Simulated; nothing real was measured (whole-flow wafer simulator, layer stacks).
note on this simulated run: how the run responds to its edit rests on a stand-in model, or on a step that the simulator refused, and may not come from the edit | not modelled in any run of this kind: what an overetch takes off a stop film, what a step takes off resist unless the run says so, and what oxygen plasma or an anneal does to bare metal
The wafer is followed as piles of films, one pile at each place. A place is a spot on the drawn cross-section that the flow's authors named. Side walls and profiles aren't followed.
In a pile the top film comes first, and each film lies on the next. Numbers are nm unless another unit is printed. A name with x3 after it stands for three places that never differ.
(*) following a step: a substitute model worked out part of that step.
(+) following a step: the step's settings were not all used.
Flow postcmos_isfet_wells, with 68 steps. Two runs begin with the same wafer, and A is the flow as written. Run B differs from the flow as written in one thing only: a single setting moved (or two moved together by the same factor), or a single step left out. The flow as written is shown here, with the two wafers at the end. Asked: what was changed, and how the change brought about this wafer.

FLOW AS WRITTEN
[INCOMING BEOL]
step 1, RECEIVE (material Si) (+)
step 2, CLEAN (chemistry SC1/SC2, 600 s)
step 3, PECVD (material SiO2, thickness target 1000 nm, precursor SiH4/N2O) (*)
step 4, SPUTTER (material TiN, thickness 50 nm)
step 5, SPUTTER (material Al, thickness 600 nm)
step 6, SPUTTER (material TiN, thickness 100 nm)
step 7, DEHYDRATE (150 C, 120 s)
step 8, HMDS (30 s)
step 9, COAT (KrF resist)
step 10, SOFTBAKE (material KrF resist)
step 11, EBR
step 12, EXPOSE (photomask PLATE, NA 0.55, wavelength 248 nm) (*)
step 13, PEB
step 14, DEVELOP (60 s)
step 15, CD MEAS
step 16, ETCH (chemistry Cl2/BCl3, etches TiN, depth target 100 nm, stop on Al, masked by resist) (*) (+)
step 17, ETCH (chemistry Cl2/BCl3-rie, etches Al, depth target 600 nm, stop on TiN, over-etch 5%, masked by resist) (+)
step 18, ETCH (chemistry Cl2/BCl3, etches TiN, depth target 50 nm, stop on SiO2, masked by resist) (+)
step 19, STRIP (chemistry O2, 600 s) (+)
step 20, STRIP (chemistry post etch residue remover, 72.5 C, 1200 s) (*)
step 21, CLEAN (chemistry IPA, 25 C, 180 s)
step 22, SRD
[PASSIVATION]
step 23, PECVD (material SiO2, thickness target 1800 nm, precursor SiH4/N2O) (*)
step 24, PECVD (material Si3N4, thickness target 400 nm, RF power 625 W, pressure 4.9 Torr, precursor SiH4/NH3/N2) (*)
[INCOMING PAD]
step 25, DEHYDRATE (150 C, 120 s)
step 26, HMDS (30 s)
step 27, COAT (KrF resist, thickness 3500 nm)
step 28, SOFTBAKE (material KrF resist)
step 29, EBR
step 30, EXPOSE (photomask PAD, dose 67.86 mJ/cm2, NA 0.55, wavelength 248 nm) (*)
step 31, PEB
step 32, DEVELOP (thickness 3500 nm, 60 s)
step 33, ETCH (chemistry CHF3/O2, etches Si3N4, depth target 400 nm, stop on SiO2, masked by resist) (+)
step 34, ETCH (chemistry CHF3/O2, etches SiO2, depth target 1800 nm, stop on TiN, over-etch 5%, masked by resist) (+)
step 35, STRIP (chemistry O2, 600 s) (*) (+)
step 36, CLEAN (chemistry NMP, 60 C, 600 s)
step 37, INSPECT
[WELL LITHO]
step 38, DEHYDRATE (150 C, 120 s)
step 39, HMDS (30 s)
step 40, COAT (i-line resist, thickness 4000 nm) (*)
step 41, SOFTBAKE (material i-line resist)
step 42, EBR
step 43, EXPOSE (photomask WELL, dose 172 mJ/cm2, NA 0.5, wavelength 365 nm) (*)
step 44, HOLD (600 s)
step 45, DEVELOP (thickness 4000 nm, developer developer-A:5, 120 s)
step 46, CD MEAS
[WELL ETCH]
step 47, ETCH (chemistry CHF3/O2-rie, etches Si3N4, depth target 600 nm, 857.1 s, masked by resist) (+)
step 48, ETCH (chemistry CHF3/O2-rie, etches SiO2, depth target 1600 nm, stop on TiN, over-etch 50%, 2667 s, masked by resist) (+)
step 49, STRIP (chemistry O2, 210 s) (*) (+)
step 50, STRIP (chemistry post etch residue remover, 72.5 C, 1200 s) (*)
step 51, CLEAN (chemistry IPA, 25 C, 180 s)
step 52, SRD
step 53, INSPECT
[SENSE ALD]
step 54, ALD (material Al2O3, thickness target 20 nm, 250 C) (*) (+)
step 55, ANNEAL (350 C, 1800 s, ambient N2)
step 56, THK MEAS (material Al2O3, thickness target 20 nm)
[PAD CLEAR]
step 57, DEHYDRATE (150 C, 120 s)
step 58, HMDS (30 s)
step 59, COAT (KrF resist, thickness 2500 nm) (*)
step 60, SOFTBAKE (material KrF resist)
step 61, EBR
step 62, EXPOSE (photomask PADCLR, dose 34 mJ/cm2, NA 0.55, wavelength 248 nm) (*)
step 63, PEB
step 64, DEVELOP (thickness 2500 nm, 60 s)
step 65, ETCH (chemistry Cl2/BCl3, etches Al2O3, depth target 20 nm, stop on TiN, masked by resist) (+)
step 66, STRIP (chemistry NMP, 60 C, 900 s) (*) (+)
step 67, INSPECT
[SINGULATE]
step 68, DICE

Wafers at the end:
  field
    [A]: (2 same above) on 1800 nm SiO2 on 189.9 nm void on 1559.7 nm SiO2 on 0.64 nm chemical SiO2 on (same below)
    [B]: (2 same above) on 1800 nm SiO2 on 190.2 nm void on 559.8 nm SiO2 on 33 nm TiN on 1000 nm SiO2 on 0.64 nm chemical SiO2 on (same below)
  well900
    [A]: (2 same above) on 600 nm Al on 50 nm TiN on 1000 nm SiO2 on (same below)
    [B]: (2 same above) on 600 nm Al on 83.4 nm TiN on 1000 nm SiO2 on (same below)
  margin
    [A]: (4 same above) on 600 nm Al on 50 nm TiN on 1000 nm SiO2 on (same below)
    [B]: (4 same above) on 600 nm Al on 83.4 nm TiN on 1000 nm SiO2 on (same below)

Cause: step 4, SPUTTER: thickness 83.4 nm was run, while the flow as written has thickness 50 nm.
One can read it off the wafer: well900 has TiN 83.4, and step 4 as written asks for 50 nm.

The path from the change to this, step by step:
  step 4, SPUTTER (material TiN, thickness 50 nm)
      field, margin, well900, well1300 x3, pad_rim, pad_clr, pad_open: A +50 TiN (new film) | B +83.4 TiN (new film)
  step 18, ETCH (chemistry Cl2/BCl3, etches TiN, depth target 50 nm, stop on SiO2, masked by resist) (+)
      field: A -50 TiN (all of it) | B -50 TiN
  step 23, PECVD (material SiO2, thickness target 1800 nm, precursor SiH4/N2O) (*)
      field: A +1800 SiO2 (new film), +189.9 void (new film), +559.7 SiO2 | B +1800 SiO2 (new film), +190.2 void (new film), +559.8 SiO2 (new film)
If metal films that touch count as one body, field has 1 body; the flow as written gives 0 bodies.
